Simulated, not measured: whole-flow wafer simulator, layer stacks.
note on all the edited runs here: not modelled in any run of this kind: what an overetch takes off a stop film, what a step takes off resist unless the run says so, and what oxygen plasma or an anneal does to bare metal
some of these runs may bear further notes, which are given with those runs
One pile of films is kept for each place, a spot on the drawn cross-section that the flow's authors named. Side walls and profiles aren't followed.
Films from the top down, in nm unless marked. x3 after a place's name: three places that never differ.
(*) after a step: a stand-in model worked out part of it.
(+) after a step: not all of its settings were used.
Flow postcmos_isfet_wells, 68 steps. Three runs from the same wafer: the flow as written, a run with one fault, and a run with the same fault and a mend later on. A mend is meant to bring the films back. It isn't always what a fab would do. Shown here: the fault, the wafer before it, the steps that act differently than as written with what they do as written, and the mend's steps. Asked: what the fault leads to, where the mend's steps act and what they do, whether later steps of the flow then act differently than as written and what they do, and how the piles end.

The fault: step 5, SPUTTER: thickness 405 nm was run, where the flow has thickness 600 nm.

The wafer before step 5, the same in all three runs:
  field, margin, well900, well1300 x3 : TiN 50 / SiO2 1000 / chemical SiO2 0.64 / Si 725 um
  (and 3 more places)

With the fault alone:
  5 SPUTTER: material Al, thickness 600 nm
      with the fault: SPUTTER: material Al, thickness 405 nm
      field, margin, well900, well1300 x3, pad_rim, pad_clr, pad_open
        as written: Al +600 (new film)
        with the fault: Al +405 (new film)
  Later steps of the flow that act differently than as written:
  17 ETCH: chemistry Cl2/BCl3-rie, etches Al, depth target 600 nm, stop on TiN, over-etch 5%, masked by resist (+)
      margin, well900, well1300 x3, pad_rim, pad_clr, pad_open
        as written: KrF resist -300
        with the fault: KrF resist -212.6
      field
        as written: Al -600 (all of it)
        with the fault: Al -405 (all of it)
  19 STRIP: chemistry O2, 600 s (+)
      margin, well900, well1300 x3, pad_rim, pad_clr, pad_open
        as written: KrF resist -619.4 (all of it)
        with the fault: KrF resist -706.7 (all of it)
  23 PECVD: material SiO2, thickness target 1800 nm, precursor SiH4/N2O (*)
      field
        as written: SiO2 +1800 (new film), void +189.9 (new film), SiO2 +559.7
        with the fault: SiO2 +2354.6
  At the end the piles differ from the flow's by more than 2% or 0.5 nm, whichever is larger, at field, margin, well900, well1300 x3, pad_rim, pad_clr, pad_open.
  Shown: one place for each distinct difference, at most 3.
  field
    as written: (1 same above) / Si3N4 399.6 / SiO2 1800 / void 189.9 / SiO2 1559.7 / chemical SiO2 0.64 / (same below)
    with the fault: (1 same above) / Si3N4 399.6 / SiO2 3354.6 / chemical SiO2 0.64 / (same below)
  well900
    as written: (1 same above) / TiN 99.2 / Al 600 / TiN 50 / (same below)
    with the fault: (1 same above) / TiN 99.2 / Al 405 / TiN 50 / (same below)
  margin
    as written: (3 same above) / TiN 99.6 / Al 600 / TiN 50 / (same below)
    with the fault: (3 same above) / TiN 99.6 / Al 405 / TiN 50 / (same below)

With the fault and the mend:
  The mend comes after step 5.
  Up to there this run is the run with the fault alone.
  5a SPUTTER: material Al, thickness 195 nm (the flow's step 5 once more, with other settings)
      field, margin, well900, well1300 x3, pad_rim, pad_clr, pad_open
        Al +195
  No later step of the flow acts differently than as written at any place that is followed.
  At the end the piles are the same as the flow's at every place that both follow.
